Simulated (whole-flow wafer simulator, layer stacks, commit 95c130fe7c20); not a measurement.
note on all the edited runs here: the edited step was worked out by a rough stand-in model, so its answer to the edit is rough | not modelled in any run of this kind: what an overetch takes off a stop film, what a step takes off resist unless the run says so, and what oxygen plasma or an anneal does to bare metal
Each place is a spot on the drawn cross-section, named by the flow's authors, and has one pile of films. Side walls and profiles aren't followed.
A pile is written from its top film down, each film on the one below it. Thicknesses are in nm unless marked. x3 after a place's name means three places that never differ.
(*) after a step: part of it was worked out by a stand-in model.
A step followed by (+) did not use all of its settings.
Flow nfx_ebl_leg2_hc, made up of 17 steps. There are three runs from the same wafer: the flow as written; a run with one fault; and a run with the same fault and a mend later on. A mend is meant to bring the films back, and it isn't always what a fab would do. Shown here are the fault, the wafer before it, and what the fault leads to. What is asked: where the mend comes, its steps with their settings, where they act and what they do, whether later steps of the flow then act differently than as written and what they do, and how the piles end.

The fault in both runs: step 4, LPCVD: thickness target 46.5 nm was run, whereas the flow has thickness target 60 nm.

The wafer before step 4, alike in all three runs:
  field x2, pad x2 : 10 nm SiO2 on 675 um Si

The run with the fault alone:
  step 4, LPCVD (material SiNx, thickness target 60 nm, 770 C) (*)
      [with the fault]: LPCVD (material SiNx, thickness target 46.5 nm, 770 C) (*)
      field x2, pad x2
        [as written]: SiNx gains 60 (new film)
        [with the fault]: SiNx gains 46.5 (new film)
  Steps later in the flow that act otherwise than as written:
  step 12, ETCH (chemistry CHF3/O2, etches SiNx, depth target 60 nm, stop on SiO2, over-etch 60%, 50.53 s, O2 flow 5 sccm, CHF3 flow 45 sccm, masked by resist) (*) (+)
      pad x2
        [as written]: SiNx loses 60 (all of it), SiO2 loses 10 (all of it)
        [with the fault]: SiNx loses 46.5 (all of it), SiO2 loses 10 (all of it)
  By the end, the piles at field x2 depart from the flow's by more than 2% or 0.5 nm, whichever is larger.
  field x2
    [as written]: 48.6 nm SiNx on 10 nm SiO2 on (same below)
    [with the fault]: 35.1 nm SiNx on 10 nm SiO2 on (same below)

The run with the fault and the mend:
  After step 5 comes the mend.
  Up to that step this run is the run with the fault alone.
  step 5a, LPCVD (material SiNx, thickness target 13.5 nm, 770 C) (*) (the flow's step 4 again, with other settings)
      field x2, pad x2
        SiNx gains 13.5
  Every later step of the flow that is run acts as written at every place that is followed.
  By the end, the piles equal the flow's at every place that both follow.
